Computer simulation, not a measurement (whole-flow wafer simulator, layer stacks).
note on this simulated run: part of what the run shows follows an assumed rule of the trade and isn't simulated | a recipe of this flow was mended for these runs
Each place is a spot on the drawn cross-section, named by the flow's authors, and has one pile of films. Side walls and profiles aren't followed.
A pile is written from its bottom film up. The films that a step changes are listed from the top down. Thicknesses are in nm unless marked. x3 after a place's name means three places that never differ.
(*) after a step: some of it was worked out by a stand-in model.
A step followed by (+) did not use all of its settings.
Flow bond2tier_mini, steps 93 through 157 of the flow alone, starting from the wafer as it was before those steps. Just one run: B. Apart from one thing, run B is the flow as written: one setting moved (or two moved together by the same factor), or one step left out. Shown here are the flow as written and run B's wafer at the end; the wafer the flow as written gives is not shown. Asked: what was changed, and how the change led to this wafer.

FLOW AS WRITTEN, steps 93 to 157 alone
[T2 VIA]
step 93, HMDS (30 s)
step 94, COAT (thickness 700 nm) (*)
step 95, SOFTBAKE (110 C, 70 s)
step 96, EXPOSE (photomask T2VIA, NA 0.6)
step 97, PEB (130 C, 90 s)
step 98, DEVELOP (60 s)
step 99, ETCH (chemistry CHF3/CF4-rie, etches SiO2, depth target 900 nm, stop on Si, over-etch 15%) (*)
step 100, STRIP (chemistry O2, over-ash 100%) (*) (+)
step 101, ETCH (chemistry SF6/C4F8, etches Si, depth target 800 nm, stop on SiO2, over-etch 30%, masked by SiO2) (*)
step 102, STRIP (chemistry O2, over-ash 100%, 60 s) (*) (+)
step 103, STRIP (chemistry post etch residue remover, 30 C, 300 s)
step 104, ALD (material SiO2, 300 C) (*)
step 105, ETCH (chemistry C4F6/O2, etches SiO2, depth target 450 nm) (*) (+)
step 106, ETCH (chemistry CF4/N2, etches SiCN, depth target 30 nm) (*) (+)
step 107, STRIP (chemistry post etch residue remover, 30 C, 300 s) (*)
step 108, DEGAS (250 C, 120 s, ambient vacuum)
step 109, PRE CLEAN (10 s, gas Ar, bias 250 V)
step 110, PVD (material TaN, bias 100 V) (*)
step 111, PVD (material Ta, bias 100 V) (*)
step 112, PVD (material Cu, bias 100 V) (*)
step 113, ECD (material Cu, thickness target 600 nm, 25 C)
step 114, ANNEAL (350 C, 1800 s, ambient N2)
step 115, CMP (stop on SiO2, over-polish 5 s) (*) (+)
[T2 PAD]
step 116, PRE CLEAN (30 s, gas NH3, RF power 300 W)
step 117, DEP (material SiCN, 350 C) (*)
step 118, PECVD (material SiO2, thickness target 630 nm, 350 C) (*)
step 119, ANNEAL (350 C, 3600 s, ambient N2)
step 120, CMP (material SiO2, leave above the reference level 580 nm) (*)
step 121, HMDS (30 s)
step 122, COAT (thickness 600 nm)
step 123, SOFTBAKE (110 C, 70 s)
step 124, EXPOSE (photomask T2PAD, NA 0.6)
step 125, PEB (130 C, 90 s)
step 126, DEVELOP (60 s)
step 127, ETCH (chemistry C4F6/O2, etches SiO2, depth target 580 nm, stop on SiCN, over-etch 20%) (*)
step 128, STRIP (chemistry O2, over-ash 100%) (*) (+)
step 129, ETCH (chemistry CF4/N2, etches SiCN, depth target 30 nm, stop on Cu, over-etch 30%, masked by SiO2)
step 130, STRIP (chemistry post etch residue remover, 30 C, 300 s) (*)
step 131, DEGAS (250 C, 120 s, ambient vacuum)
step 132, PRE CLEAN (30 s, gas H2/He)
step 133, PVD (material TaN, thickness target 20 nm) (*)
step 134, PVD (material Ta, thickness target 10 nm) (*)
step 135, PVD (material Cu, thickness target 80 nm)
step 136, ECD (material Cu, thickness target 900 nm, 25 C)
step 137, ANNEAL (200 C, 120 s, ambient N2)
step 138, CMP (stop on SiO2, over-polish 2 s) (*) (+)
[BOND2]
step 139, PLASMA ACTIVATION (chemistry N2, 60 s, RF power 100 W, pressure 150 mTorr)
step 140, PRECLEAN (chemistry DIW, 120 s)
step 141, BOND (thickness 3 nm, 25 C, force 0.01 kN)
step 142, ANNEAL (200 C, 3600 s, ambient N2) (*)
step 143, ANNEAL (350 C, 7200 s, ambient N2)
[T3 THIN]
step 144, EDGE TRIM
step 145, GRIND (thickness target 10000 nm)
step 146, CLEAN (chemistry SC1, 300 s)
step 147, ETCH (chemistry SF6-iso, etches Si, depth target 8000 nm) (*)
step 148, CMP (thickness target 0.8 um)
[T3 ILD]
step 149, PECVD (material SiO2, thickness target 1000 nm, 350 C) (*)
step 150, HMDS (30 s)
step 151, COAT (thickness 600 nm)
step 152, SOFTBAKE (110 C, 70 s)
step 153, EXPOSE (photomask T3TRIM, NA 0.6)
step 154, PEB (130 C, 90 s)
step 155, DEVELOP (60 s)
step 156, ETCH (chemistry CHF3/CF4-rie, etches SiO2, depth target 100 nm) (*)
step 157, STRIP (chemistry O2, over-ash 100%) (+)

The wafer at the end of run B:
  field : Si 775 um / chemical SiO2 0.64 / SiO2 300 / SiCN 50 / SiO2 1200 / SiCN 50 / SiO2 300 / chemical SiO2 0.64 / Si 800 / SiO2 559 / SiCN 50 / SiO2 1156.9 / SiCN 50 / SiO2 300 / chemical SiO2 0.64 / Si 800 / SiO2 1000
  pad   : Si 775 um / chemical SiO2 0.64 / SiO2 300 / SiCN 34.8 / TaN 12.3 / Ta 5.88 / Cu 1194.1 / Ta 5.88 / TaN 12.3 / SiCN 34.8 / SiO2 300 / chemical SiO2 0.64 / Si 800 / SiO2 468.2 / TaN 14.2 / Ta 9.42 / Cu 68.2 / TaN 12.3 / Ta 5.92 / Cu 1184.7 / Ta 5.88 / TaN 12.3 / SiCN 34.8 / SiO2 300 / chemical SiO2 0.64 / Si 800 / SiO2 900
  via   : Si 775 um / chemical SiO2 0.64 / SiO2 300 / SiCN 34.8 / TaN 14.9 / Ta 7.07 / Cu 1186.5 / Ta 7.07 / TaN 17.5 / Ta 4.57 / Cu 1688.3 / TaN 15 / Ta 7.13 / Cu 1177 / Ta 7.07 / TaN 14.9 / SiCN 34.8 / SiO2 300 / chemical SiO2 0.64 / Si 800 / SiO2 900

What caused this: step 109, PRE CLEAN: 5 s was run, while the flow as written has 10 s.

The path from the change to this, step by step:
  step 109, PRE CLEAN (10 s, gas Ar, bias 250 V)
      field, pad: SiO2 loses 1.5 (in the flow as written it would be: SiO2 loses 3)
      via: TaN loses 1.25 (in the flow as written it would be: TaN loses 3.19)
